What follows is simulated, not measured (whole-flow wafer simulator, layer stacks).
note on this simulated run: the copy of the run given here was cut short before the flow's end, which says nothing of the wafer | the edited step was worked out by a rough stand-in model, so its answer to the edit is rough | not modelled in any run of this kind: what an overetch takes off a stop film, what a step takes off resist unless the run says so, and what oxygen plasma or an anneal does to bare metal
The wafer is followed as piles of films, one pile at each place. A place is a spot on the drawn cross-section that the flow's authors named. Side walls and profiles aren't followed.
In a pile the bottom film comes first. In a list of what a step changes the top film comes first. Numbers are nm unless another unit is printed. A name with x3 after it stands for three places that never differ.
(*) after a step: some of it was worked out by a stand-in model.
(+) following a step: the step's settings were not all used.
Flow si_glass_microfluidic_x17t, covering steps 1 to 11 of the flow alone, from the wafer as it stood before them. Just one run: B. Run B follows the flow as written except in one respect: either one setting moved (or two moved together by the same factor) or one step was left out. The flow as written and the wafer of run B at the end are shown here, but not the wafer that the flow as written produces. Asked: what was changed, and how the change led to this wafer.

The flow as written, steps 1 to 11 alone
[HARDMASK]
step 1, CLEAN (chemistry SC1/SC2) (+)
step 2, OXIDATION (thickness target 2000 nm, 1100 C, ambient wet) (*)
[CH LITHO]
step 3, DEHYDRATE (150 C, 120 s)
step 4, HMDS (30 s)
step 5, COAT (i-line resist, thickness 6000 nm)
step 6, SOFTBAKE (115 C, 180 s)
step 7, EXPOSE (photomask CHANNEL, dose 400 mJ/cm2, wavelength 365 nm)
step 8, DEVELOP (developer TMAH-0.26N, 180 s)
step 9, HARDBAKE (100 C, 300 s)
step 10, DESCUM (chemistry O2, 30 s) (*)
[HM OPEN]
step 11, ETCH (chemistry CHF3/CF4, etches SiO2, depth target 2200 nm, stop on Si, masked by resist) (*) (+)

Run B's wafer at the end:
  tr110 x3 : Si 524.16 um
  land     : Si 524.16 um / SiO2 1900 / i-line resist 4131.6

The reason: step 2, OXIDATION: thickness target 1900 nm was run, though the flow has thickness target 2000 nm.
The wafer lets one read it off: land has SiO2 1900, and step 2 as written asks for 2000 nm.

The path from the change to this, step by step:
  step 2, OXIDATION (thickness target 2000 nm, 1100 C, ambient wet) (*)
      land, tr110 x3: SiO2 gains 1900 (new film), chemical SiO2 loses 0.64 (all of it), Si loses 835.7 (in the flow as written it would be: SiO2 gains 2000 (new film), chemical SiO2 loses 0.64 (all of it), Si loses 879.7)
  step 11, ETCH (chemistry CHF3/CF4, etches SiO2, depth target 2200 nm, stop on Si, masked by resist) (*) (+)
      tr110 x3: SiO2 loses 1900 (all of it) (in the flow as written it would be: SiO2 loses 2000 (all of it))
